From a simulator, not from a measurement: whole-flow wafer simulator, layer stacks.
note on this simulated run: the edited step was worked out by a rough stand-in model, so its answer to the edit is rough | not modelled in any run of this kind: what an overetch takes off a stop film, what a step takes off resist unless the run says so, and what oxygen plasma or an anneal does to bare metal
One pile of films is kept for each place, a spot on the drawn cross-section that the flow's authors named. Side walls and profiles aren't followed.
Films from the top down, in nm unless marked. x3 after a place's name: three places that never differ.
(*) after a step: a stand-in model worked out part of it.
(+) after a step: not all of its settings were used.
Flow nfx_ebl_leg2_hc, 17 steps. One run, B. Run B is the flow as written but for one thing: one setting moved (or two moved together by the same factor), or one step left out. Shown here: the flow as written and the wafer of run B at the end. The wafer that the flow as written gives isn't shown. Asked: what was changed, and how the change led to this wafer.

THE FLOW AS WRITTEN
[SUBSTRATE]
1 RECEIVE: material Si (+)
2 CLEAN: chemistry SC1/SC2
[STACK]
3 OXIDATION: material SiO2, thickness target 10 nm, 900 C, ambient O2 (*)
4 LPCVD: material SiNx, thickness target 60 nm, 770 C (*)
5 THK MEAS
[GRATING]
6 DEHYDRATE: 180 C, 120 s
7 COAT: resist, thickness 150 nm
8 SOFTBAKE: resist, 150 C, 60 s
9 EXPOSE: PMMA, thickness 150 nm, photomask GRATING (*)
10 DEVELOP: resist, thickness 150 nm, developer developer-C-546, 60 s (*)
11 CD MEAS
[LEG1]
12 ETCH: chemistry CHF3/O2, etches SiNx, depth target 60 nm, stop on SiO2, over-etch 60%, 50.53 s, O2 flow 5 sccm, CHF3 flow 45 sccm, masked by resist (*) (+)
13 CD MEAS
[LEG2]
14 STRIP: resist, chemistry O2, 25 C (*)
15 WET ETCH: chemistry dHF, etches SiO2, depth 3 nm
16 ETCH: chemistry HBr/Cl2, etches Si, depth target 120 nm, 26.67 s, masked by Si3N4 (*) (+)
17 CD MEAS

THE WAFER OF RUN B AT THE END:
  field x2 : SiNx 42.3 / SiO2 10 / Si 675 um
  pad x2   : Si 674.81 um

The cause: step 16, ETCH: depth target 186 nm was run, where the flow has depth target 120 nm; step 16, ETCH: 41.33 s was run, where the flow has 26.67 s.

How the change led to this, step by step:
  16 ETCH: chemistry HBr/Cl2, etches Si, depth target 120 nm, 26.67 s, masked by Si3N4 (*) (+)
      field x2: SiNx -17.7 (as written it would be: SiNx -11.4)
      pad x2: Si -186 (as written it would be: Si -120)
